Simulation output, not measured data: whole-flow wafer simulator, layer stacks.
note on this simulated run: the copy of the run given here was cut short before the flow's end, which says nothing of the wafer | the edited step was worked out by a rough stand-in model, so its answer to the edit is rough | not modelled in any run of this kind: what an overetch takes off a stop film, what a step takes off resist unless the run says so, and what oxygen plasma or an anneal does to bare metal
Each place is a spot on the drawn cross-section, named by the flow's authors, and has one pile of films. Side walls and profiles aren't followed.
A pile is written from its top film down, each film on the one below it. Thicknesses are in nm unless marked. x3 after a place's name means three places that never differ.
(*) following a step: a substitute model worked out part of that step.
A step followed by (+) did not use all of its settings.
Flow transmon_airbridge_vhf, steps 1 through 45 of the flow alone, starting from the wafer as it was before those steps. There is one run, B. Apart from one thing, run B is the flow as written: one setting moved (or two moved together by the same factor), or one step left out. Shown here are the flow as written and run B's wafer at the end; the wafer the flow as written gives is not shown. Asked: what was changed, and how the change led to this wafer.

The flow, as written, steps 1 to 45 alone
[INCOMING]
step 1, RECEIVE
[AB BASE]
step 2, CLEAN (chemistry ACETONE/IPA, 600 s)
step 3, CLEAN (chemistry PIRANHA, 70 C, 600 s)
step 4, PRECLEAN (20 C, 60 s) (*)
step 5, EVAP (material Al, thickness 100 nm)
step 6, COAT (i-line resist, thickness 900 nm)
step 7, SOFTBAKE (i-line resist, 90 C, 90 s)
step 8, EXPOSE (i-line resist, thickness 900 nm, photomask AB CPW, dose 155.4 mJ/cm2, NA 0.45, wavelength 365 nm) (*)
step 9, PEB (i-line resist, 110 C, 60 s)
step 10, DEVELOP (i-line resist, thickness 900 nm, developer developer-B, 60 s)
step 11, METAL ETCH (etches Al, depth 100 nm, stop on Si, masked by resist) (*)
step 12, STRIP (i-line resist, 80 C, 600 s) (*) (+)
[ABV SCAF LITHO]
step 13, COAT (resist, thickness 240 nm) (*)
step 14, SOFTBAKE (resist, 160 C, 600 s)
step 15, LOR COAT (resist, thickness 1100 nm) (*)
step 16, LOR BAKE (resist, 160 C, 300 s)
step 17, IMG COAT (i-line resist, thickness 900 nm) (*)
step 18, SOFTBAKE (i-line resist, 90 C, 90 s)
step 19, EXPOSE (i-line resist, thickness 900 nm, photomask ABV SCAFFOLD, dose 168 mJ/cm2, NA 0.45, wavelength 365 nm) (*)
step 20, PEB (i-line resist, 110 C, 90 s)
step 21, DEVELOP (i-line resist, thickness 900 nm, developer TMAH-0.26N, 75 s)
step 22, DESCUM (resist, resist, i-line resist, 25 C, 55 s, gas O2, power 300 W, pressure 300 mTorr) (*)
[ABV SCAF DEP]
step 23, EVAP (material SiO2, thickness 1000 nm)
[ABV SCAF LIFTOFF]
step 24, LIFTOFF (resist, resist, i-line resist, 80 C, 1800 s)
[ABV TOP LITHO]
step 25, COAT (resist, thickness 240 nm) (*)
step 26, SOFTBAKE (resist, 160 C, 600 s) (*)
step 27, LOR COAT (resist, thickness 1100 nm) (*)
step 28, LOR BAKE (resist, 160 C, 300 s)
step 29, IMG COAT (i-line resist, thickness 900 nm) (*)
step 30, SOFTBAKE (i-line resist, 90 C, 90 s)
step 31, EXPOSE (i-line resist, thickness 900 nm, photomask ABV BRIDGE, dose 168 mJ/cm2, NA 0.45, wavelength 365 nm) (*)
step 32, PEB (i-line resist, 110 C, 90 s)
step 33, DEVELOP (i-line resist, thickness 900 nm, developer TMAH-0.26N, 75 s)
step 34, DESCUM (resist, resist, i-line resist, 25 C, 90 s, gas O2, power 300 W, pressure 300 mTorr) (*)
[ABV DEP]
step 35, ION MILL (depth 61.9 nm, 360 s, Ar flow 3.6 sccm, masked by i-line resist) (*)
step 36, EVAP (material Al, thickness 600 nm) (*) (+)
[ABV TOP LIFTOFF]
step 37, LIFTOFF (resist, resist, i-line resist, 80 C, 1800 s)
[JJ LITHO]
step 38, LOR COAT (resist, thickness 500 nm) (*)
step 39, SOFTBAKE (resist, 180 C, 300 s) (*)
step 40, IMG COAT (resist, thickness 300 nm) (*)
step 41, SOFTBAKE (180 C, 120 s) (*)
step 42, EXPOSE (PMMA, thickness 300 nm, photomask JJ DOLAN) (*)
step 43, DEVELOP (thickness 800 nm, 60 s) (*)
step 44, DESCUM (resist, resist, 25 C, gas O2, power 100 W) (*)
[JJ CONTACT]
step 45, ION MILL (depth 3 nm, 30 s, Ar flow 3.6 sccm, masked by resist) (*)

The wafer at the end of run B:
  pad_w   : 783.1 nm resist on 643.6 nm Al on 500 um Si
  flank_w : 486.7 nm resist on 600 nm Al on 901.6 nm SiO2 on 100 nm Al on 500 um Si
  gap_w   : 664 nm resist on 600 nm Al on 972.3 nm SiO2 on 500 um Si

What caused this: step 35, ION MILL: depth 47.7 nm was run, while the flow as written has depth 61.9 nm; step 35, ION MILL: 277 s was run, where the flow has 360 s.

Step by step, how the change led to this:
  step 35, ION MILL (depth 61.9 nm, 360 s, Ar flow 3.6 sccm, masked by i-line resist) (*)
      field x3, jj_line, ground_far, trace_open_s x2, margin_s, margin_n: -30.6 i-line resist (as written it would have been: -39.7 i-line resist)
      flank_w, gap_w, cpw_trace, gap_e, flank_e, bridge_strip: -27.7 SiO2 (as written it would have been: -36 SiO2)
      (and at 2 other places as well)
  step 37, LIFTOFF (resist, resist, i-line resist, 80 C, 1800 s)
      margin_s, margin_n: -600 Al (all of it), -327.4 i-line resist (all of it), -992 resist (all of it) (as written it would have been: -600 Al (all of it), -318.3 i-line resist (all of it), -992 resist (all of it))
